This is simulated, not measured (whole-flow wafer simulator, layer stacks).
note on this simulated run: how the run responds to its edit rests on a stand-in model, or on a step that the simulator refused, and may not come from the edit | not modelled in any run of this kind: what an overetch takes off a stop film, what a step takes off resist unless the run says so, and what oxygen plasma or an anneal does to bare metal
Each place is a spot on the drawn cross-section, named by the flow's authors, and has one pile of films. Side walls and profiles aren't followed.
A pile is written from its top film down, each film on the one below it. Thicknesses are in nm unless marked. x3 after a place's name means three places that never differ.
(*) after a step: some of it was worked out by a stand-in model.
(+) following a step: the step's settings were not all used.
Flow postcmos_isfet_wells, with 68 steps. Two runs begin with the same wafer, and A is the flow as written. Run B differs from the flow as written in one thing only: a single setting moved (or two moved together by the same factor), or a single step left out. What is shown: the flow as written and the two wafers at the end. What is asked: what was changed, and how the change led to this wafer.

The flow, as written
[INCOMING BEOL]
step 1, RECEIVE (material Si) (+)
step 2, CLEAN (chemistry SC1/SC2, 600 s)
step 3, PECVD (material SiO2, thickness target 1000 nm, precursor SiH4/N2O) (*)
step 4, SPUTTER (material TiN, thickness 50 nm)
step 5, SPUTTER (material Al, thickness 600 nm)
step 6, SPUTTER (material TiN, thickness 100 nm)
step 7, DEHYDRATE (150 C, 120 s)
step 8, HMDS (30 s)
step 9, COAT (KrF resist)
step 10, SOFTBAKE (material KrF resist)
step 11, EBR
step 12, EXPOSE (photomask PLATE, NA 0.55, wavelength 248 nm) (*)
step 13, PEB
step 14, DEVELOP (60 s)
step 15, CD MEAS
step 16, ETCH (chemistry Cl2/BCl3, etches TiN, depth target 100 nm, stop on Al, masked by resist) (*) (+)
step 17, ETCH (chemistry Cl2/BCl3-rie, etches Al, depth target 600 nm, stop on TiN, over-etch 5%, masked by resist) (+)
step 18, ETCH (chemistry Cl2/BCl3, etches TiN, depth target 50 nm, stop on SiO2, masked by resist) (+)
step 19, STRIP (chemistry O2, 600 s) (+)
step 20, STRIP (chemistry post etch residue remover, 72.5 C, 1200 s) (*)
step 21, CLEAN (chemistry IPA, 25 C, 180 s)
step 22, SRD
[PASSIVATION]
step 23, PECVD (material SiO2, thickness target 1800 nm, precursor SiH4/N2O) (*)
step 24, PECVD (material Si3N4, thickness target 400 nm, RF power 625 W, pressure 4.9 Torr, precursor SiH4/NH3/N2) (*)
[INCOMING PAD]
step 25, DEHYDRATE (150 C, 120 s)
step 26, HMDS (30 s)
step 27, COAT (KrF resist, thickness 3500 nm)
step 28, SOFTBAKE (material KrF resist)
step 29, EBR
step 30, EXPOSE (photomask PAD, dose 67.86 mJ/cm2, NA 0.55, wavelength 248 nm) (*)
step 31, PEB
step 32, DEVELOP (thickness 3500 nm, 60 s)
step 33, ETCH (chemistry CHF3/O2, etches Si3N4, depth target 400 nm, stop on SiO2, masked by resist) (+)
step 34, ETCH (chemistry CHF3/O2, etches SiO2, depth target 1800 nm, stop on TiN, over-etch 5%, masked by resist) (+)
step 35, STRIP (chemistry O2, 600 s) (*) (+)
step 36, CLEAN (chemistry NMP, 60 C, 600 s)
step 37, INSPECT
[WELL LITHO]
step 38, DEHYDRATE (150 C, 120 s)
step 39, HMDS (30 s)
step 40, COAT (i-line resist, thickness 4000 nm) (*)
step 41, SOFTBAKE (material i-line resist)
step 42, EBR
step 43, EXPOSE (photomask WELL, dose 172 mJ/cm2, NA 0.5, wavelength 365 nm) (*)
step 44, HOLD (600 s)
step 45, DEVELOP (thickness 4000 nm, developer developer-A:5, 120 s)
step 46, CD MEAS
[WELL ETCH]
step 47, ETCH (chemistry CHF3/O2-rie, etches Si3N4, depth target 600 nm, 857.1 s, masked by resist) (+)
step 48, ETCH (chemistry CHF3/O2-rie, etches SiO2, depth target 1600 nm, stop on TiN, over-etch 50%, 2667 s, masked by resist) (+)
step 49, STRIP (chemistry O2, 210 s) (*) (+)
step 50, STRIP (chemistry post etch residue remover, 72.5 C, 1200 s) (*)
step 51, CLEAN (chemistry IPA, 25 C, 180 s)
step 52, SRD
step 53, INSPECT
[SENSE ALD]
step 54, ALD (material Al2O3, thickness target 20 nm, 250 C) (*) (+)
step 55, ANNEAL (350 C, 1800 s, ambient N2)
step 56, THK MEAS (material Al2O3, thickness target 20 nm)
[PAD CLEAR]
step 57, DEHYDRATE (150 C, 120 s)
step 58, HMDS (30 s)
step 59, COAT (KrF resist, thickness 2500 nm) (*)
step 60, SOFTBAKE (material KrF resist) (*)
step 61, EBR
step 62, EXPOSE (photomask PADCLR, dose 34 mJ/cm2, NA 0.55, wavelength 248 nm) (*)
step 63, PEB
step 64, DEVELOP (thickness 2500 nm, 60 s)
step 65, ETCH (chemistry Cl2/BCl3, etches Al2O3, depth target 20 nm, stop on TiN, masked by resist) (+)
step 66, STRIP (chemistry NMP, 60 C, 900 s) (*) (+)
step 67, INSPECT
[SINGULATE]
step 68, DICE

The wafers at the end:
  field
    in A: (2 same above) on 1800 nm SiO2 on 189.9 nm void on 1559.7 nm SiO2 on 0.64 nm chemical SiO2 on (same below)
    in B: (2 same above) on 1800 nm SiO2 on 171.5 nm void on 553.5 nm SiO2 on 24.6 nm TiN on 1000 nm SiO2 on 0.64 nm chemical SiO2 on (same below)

Cause: step 18, ETCH: depth target 25 nm was run, whereas the flow has depth target 50 nm.

The path from the change to this, step by step:
  step 18, ETCH (chemistry Cl2/BCl3, etches TiN, depth target 50 nm, stop on SiO2, masked by resist) (+)
      field: A -50 TiN (all of it) | B -25 TiN
      margin, well900, well1300 x3, pad_rim, pad_clr, pad_open: A -20 KrF resist | B -10 KrF resist
  step 23, PECVD (material SiO2, thickness target 1800 nm, precursor SiH4/N2O) (*)
      field: A +1800 SiO2 (new film), +189.9 void (new film), +559.7 SiO2 | B +1800 SiO2 (new film), +171.5 void (new film), +553.5 SiO2 (new film)
If metal films that touch count as one body, field has 1 body; the flow as written gives 0 bodies.
